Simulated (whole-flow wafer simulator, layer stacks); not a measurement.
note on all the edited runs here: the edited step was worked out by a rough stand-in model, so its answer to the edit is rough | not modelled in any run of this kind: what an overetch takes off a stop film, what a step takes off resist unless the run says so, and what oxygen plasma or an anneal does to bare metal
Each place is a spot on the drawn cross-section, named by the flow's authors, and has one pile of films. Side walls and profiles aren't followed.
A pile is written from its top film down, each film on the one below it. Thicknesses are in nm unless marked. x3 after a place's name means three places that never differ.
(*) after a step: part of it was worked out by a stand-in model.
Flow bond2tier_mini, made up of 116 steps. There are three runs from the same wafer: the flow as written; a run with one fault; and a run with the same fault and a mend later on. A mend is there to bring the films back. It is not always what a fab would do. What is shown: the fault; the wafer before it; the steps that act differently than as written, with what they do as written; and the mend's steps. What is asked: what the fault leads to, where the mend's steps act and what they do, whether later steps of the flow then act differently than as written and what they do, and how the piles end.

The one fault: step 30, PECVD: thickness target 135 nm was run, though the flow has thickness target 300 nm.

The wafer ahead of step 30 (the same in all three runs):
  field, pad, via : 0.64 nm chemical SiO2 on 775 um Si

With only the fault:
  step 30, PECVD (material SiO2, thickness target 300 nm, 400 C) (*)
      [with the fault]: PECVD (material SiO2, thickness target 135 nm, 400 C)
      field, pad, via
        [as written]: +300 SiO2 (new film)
        [with the fault]: +135 SiO2 (new film)
  Later steps of the flow that are run all act as written at every place that is followed.
  The piles end different from the flow's at field, pad by more than 2% or 0.5 nm, whichever is larger.
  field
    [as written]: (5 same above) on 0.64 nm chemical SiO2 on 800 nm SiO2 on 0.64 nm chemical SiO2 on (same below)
    [with the fault]: (5 same above) on 0.64 nm chemical SiO2 on 635 nm SiO2 on 0.64 nm chemical SiO2 on (same below)
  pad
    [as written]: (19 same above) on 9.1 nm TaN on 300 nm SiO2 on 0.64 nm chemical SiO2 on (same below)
    [with the fault]: (19 same above) on 9.1 nm TaN on 135 nm SiO2 on 0.64 nm chemical SiO2 on (same below)

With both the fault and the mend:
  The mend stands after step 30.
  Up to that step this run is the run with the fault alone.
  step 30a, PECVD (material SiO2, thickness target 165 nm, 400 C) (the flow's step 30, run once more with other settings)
      field, pad, via
        +165 SiO2
  Later steps of the flow that are run all act as written at every place that is followed.
  By the end, the piles equal the flow's at every place that both follow.
